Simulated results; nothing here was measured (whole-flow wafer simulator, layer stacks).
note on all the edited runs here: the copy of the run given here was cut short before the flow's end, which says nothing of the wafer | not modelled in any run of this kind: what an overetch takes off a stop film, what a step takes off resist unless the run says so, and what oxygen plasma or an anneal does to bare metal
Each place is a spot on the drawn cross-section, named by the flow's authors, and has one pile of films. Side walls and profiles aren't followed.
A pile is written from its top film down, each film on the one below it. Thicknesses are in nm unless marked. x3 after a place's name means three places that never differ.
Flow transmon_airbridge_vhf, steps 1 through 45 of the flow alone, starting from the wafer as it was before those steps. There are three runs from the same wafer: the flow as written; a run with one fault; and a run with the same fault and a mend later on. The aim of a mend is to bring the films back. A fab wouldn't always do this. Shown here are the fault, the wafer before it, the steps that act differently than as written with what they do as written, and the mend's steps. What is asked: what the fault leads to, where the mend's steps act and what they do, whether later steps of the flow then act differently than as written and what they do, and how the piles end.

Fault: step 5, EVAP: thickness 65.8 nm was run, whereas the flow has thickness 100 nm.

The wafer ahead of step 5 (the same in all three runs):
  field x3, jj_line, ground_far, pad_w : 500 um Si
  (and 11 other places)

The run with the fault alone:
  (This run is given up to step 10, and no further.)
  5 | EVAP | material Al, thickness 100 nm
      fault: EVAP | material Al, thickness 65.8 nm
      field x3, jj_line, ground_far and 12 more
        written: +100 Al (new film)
        fault: +65.8 Al (new film)
  None of the later steps of the flow up to step 10 acts differently than as written at any place that is followed.
  After step 10, at field x3, jj_line, ground_far and 12 more, the piles differ from the flow's by more than 2% or 0.5 nm, whichever is larger.
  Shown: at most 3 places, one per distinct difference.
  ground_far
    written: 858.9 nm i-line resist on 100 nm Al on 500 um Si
    fault: 858.9 nm i-line resist on 65.8 nm Al on 500 um Si
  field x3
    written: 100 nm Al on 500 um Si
    fault: 65.8 nm Al on 500 um Si

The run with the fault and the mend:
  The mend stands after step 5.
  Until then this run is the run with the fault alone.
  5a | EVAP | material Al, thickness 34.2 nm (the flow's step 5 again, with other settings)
      field x3, jj_line, ground_far and 12 more
        +34.2 Al
  None of the later steps of the flow acts differently than as written at any place that is followed.
  At every place that both follow, the piles at the end match the flow's.
